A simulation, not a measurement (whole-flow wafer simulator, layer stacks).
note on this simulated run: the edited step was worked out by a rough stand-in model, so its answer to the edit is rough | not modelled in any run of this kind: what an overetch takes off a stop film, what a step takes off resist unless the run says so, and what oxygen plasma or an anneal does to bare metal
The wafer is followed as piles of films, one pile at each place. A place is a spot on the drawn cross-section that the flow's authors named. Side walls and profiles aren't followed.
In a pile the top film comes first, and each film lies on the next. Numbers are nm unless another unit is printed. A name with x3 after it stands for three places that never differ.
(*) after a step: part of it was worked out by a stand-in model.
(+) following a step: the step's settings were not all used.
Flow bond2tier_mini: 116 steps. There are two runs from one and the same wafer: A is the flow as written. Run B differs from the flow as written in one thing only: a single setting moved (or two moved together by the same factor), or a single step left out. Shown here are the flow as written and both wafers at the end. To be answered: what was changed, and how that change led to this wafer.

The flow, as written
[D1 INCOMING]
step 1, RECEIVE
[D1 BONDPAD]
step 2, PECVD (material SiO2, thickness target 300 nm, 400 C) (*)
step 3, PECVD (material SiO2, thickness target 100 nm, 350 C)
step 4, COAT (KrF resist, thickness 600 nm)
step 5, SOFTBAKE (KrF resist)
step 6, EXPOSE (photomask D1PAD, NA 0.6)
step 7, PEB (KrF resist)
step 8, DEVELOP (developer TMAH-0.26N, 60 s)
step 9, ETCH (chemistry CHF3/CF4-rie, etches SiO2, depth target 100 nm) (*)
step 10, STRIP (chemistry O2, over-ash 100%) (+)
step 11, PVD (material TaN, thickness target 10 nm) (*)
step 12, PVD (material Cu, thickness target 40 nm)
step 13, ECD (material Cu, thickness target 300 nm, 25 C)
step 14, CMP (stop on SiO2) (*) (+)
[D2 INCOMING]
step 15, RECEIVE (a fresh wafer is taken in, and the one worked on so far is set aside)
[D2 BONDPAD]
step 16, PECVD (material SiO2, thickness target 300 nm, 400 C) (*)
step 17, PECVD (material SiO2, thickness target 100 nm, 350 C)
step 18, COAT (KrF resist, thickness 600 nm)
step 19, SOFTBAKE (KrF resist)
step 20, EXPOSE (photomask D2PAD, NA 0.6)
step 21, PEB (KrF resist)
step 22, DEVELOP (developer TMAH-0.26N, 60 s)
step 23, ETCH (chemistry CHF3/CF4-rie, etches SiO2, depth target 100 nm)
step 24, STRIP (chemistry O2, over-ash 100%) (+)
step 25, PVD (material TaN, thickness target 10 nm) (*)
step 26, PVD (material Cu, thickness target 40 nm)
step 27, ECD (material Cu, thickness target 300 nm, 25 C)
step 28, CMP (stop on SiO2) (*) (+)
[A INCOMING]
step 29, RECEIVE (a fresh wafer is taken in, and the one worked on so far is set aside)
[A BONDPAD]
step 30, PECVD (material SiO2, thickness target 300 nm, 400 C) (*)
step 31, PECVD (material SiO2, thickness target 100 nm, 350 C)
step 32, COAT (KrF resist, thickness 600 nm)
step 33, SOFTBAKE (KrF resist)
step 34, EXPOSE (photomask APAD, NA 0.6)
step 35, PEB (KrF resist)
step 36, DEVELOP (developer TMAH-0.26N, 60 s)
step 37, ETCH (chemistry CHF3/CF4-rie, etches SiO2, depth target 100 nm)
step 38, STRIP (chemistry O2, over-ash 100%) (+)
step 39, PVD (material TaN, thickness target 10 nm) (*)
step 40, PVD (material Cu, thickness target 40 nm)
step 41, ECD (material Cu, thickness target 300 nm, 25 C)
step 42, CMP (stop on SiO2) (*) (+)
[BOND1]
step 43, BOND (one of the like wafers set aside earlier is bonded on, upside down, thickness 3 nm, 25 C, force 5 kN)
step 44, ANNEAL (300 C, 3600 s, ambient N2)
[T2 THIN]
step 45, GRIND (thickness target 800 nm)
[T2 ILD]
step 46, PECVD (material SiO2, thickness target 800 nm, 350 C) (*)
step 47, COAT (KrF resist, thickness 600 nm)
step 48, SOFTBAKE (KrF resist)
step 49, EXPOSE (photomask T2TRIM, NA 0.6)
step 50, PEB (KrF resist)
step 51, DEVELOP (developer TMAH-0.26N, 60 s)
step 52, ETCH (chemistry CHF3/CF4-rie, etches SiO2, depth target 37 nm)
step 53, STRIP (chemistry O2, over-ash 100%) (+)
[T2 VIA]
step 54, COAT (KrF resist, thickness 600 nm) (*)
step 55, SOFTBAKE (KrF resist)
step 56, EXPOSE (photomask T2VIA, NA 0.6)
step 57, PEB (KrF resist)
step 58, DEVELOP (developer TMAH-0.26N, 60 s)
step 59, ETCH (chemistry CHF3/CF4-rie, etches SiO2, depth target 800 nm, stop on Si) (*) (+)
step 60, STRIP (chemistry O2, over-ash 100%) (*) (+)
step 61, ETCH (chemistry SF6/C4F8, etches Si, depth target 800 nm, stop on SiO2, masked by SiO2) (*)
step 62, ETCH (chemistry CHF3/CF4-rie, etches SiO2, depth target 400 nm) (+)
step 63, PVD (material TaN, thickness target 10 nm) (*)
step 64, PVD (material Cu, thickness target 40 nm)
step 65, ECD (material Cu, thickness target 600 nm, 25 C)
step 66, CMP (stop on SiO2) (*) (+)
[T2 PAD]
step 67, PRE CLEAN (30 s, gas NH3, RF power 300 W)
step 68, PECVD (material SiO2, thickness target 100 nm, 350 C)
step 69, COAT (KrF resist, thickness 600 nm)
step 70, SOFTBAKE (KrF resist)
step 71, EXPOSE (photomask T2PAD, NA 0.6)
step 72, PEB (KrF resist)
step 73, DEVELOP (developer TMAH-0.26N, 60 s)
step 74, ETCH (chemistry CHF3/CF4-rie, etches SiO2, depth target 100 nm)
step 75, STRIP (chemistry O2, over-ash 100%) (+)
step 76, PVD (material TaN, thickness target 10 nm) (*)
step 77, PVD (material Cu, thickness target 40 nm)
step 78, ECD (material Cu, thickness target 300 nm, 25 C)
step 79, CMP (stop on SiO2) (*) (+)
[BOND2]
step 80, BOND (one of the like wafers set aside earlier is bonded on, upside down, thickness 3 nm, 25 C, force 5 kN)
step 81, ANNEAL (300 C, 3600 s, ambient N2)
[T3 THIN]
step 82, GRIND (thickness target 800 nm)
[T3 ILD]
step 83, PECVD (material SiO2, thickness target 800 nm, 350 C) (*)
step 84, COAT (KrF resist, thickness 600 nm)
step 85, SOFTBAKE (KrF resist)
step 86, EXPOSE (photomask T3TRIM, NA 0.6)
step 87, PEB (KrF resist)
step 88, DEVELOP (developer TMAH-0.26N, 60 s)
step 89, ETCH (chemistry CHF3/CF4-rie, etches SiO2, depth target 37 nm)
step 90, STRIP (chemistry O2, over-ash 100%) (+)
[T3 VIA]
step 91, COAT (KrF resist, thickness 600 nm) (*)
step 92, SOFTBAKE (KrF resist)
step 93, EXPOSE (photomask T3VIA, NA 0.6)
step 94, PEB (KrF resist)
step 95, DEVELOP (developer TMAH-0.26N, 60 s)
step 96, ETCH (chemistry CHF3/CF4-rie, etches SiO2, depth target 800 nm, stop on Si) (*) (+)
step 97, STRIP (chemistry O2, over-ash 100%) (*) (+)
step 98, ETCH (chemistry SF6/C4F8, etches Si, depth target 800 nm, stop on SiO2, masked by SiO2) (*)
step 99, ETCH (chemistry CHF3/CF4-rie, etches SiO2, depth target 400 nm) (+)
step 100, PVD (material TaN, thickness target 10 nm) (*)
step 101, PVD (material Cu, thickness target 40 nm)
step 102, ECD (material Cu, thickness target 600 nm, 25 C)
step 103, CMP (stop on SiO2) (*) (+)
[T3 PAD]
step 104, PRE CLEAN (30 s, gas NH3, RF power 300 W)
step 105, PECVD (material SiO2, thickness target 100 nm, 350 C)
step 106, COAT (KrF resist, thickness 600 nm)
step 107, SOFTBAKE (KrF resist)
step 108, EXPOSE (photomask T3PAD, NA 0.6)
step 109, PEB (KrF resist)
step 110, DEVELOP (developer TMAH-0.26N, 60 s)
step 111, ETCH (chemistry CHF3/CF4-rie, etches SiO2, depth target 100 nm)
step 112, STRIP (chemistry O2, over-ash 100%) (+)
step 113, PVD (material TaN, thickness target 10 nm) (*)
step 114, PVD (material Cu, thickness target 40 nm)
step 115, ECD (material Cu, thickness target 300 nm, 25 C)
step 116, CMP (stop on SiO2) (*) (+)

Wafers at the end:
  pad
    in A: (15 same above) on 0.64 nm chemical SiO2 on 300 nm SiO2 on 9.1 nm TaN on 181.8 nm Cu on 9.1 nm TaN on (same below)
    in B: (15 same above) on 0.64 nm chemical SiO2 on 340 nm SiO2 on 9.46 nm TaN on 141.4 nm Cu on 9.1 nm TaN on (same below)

The reason: step 9, ETCH: depth target 60 nm was run, though the flow has depth target 100 nm.

The path from the change to this, step by step:
  step 9, ETCH (chemistry CHF3/CF4-rie, etches SiO2, depth target 100 nm) (*)
      pad, via: A -100 SiO2 | B -60 SiO2
      field: A -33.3 KrF resist | B -20 KrF resist
  step 10, STRIP (chemistry O2, over-ash 100%) (+)
      field: A -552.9 KrF resist (all of it) | B -566.3 KrF resist (all of it)
  step 12, PVD (material Cu, thickness target 40 nm)
      pad: A +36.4 Cu (new film) | B +37.8 Cu (new film)
  step 13, ECD (material Cu, thickness target 300 nm, 25 C)
      pad: A +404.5 Cu | B +362.7 Cu
      via: A +400.2 Cu | B +360 Cu
  step 43, BOND (one of the like wafers set aside earlier is bonded on, upside down, thickness 3 nm, 25 C, force 5 kN)
      pad: A +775 um Si (new film), +0.64 chemical SiO2 (new film), +300 SiO2 (new film), +9.1 TaN (new film), +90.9 Cu | B +775 um Si (new film), +0.64 chemical SiO2 (new film), +340 SiO2 (new film), +9.46 TaN (new film), +50.5 Cu
      via: A +775 um Si (new film), +0.64 chemical SiO2 (new film), +300 SiO2 (new film), +9.97 TaN (new film), +90 Cu | B +775 um Si (new film), +0.64 chemical SiO2 (new film), +340 SiO2 (new film), +9.99 TaN (new film), +50 Cu
